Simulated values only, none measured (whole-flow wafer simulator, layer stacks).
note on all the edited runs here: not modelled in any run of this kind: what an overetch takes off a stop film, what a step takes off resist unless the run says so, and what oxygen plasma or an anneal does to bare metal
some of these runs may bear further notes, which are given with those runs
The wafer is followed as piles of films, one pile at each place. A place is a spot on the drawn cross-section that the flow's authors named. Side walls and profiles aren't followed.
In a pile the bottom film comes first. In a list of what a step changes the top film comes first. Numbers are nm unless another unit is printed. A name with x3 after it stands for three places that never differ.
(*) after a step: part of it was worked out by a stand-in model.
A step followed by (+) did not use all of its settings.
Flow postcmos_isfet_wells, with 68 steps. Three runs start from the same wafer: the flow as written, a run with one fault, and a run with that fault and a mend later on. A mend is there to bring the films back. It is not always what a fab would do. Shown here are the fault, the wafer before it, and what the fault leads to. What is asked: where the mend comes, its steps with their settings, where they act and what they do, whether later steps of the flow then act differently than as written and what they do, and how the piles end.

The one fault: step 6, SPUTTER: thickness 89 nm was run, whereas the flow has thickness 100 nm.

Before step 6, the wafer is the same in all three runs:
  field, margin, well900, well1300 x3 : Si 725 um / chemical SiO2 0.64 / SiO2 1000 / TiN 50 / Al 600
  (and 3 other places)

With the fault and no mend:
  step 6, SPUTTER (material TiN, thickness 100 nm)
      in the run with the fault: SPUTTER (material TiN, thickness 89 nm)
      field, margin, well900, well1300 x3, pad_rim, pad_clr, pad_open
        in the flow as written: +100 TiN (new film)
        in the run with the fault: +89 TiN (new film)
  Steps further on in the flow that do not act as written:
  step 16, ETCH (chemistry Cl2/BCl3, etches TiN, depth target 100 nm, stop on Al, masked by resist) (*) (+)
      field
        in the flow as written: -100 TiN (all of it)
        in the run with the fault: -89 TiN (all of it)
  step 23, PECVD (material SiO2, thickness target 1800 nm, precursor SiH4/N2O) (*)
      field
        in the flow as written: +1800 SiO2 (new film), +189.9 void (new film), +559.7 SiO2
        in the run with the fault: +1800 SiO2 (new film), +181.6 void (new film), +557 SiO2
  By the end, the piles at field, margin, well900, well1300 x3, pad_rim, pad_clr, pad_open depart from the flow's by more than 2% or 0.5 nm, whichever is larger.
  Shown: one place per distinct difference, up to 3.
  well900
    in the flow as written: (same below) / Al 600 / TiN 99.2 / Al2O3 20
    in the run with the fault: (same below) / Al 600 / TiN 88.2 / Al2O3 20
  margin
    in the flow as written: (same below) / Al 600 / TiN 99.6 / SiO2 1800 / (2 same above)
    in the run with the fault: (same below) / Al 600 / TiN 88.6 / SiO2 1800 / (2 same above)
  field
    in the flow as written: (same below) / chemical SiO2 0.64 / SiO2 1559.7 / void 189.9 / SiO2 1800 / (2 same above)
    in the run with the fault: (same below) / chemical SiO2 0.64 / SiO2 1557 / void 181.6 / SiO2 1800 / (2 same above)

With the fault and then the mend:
  The mend stands after step 6.
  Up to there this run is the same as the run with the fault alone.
  step 6a, SPUTTER (material TiN, thickness 11 nm) (the flow's step 6, run once more with other settings)
      field, margin, well900, well1300 x3, pad_rim, pad_clr, pad_open
        +11 TiN
  None of the later steps of the flow acts differently than as written at any place that is followed.
  By the end, the piles equal the flow's at every place that both follow.
